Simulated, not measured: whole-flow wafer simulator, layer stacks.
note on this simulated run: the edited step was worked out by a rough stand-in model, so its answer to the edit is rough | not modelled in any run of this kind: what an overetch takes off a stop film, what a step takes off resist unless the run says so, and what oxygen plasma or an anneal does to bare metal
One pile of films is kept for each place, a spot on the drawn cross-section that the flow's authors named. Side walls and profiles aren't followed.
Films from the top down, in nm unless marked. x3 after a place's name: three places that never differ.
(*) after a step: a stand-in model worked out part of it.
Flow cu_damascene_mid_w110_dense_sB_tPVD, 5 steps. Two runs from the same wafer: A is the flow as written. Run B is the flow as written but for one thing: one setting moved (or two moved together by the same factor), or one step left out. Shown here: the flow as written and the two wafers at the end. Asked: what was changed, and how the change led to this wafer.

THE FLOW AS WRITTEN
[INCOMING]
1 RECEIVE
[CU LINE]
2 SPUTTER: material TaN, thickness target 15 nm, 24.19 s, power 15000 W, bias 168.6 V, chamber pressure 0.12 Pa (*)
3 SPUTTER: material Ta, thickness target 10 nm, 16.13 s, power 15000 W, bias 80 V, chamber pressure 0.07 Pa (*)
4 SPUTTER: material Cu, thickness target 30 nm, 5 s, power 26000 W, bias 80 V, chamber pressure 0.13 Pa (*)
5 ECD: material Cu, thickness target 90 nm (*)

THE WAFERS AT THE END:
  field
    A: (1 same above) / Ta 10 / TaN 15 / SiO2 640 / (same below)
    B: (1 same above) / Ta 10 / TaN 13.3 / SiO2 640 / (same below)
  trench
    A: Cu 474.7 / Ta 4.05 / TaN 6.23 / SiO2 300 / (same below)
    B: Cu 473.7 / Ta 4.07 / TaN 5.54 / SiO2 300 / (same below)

The cause: step 2, SPUTTER: power 13340 W was run, where the flow has power 15000 W.

How the change led to this, step by step:
  2 SPUTTER: material TaN, thickness target 15 nm, 24.19 s, power 15000 W, bias 168.6 V, chamber pressure 0.12 Pa (*)
      field: A TaN +15 (new film) | B TaN +13.3 (new film)
      trench: A TaN +6.23 (new film) | B TaN +5.54 (new film)
